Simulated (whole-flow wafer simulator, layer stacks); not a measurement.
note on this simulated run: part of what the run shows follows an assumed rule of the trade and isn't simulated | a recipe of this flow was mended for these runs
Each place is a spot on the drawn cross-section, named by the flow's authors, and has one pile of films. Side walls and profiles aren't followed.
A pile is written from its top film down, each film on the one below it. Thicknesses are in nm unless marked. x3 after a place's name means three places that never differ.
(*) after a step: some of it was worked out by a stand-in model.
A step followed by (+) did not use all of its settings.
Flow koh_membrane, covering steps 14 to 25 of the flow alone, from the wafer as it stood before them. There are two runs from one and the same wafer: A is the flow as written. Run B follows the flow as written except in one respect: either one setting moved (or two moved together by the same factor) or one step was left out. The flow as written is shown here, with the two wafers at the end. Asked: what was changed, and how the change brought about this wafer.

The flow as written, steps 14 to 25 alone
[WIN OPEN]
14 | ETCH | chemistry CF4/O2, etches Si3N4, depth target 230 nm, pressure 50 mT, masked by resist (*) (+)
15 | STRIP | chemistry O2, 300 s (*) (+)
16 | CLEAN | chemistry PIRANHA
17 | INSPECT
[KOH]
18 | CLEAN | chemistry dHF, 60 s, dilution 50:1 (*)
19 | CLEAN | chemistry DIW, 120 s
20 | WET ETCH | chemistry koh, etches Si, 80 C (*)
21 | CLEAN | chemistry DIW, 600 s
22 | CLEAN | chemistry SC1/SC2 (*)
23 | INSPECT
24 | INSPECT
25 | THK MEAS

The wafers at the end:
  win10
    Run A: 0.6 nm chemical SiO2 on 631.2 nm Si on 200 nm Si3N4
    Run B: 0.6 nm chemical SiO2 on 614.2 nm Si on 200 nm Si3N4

What caused this: step 14, ETCH: depth target 247 nm was run, though the flow has depth target 230 nm.

Step by step, how the change led to this:
  14 | ETCH | chemistry CF4/O2, etches Si3N4, depth target 230 nm, pressure 50 mT, masked by resist (*) (+)
      win20 x4, win10: A -200 Si3N4 (all of it), -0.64 chemical SiO2 (all of it), -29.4 Si | B -200 Si3N4 (all of it), -0.64 chemical SiO2 (all of it), -46.4 Si
      field: A -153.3 i-line-resist | B -164.7 i-line-resist
